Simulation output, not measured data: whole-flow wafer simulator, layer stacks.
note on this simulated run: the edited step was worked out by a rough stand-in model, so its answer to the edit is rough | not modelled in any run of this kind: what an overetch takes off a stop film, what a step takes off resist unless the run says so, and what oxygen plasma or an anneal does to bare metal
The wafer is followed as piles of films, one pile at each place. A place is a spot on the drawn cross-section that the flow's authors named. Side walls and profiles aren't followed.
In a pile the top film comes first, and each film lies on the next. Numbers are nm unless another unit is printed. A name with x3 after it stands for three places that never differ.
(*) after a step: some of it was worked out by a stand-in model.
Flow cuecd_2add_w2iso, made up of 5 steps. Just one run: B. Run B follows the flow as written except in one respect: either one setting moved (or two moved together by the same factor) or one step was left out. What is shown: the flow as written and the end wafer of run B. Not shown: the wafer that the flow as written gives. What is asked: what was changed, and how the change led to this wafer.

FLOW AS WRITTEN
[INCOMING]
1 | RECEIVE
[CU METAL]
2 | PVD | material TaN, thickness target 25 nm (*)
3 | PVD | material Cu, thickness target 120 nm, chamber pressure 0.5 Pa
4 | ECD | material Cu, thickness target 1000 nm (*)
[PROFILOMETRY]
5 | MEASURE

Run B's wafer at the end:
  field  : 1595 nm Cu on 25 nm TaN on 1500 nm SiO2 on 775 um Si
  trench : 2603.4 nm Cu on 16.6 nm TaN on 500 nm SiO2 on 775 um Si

Cause: step 4, ECD: thickness target 1475 nm was run, though the flow has thickness target 1000 nm.

The path from the change to this, step by step:
  4 | ECD | material Cu, thickness target 1000 nm (*)
      field: Cu gains 1475 (it would be, as written: Cu gains 1000)
      trench: Cu gains 2522.6 (it would be, as written: Cu gains 2047.6)
